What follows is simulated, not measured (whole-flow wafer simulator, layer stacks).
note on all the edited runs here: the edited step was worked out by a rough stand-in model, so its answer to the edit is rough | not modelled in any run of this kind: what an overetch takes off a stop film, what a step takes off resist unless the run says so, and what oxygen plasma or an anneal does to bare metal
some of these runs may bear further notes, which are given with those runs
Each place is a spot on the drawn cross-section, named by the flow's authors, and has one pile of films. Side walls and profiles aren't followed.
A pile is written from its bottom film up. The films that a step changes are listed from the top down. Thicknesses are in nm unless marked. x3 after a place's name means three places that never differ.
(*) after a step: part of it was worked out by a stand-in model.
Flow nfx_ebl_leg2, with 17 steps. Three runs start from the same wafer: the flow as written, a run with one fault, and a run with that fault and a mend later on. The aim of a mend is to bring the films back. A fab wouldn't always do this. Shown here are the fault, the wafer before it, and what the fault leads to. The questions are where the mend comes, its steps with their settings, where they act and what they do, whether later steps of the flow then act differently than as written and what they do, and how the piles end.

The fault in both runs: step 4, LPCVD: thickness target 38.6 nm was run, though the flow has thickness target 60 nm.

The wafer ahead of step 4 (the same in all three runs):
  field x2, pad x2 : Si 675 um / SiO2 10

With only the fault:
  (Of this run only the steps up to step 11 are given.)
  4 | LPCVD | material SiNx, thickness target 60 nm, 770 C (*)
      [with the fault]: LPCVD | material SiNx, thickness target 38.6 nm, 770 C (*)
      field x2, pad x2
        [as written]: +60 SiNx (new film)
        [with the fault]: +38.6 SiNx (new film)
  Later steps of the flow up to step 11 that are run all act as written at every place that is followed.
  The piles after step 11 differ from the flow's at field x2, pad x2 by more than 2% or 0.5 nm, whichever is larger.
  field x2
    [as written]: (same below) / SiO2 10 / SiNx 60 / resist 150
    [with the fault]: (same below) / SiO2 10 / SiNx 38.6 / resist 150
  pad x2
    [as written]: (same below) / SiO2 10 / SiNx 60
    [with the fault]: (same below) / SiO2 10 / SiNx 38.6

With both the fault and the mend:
  The mend follows step 11.
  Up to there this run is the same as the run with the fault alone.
  11a | STRIP | resist, chemistry O2, 25 C (*)
      field x2
        -150 resist (all of it)
  11b | CLEAN | chemistry SC1/SC2 (*) (the flow's step 2, run once more)
      leaves every film unchanged at each place that is followed
  11c | LPCVD | material SiNx, thickness target 21.4 nm, 770 C (*) (the flow's step 4, run once more with other settings)
      field x2, pad x2
        +21.4 SiNx
  11d | DEHYDRATE | 180 C, 120 s (the flow's step 6, run once more)
      leaves every film unchanged at each place that is followed
  11e | COAT | resist, thickness 150 nm (the flow's step 7, run once more)
      field x2, pad x2
        +150 resist (new film)
  11f | SOFTBAKE | resist, 150 C, 60 s (the flow's step 8, run once more)
      leaves every film unchanged at each place that is followed
  11g | EXPOSE | PMMA, thickness 150 nm, photomask GRATING (*) (the flow's step 9, run once more)
      leaves every film unchanged at each place that is followed
  11h | DEVELOP | resist, thickness 150 nm, developer developer-C-546, 60 s (*) (the flow's step 10, run once more)
      pad x2
        -150 resist (all of it)
  Later steps of the flow that are run all act as written at every place that is followed.
  The piles end the same as the flow's at every place that both follow.
